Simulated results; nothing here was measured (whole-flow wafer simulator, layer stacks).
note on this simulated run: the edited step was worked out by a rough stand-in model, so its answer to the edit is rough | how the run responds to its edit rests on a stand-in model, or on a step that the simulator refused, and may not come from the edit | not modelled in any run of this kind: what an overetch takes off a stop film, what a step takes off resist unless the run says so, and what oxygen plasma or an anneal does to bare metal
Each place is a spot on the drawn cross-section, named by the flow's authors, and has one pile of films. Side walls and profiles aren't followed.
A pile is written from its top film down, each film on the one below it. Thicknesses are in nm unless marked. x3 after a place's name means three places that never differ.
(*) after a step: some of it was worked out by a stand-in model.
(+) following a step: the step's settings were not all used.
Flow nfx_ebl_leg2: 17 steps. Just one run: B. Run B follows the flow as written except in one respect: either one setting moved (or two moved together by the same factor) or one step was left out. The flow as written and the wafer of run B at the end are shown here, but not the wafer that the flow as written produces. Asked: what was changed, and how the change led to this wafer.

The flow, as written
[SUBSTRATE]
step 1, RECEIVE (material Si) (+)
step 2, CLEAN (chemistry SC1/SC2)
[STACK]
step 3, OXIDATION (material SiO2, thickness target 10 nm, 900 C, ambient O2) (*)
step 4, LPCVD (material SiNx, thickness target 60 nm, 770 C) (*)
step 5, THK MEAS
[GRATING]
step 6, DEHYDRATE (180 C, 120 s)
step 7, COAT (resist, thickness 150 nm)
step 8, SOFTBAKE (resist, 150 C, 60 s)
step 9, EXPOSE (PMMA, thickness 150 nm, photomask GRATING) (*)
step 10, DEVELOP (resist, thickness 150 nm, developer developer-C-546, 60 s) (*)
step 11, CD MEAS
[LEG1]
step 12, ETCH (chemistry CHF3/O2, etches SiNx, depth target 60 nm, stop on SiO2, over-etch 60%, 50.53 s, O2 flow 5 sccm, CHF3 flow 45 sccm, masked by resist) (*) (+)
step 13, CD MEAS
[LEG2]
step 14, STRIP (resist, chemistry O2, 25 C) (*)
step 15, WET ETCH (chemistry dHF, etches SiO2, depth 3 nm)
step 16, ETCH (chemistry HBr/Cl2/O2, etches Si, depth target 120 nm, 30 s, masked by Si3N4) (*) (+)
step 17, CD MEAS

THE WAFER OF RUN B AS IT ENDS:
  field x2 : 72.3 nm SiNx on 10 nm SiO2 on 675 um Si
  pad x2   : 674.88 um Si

Cause: step 4, LPCVD: thickness target 79.1 nm was run, whereas the flow has thickness target 60 nm.

Step by step, how the change led to this:
  step 4, LPCVD (material SiNx, thickness target 60 nm, 770 C) (*)
      field x2, pad x2: +79.1 SiNx (new film) (as written it would have been: +60 SiNx (new film))
  step 12, ETCH (chemistry CHF3/O2, etches SiNx, depth target 60 nm, stop on SiO2, over-etch 60%, 50.53 s, O2 flow 5 sccm, CHF3 flow 45 sccm, masked by resist) (*) (+)
      pad x2: -79.1 SiNx (all of it), -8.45 SiO2 (as written it would have been: -60 SiNx (all of it), -10 SiO2 (all of it))
  step 14, STRIP (resist, chemistry O2, 25 C) (*)
      pad x2: nothing (as written it would have been: +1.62 chemical SiO2 (new film), -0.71 Si)
  step 15, WET ETCH (chemistry dHF, etches SiO2, depth 3 nm)
      pad x2: -1.55 SiO2 (all of it) (as written it would have been: -1.62 chemical SiO2 (all of it))
